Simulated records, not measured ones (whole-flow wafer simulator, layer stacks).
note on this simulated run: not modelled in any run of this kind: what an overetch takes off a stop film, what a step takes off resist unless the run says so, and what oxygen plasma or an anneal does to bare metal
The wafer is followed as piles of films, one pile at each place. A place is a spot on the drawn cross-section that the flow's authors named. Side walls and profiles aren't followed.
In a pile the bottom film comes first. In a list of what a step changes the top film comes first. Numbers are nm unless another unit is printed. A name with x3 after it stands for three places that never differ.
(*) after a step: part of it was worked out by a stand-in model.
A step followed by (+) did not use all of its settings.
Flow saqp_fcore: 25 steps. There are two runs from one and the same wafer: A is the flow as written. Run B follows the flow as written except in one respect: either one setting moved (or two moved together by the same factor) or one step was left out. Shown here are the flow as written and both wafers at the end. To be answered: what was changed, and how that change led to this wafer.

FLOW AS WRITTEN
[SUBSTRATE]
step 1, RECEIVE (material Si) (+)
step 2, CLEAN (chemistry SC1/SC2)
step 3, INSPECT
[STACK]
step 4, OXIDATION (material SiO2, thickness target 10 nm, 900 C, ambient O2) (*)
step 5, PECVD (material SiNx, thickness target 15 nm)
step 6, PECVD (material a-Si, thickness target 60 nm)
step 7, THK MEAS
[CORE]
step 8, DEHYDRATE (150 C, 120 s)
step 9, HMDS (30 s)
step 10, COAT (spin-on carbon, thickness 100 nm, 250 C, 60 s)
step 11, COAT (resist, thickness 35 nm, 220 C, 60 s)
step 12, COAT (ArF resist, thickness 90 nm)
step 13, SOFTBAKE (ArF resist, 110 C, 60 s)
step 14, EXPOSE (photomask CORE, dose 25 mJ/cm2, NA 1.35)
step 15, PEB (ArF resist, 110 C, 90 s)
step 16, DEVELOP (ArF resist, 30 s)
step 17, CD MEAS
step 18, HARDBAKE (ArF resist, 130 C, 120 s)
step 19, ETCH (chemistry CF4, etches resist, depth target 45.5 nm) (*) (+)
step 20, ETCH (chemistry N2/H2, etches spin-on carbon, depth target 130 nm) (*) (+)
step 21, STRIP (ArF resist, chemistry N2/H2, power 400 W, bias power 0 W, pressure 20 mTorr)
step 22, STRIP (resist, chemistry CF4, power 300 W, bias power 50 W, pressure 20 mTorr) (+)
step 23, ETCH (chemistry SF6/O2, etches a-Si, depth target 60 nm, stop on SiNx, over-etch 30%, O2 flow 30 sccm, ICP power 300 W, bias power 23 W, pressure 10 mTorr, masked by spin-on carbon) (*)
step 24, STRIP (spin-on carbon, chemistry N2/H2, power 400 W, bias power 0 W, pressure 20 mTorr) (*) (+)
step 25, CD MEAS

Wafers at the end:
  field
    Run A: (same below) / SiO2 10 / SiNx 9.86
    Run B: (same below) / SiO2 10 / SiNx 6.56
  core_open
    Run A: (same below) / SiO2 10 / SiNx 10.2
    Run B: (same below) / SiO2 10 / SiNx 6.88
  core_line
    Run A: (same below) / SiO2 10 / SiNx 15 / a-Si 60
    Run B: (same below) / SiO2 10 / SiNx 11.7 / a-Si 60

What caused this: step 5, PECVD: thickness target 11.7 nm was run, whereas the flow has thickness target 15 nm.
One can read it off the wafer: core_line has SiNx 11.7, and step 5 as written asks for 15 nm.

Step by step, how the change led to this:
  step 5, PECVD (material SiNx, thickness target 15 nm)
      field, core_open, core_line: A SiNx gains 15 (new film) | B SiNx gains 11.7 (new film)
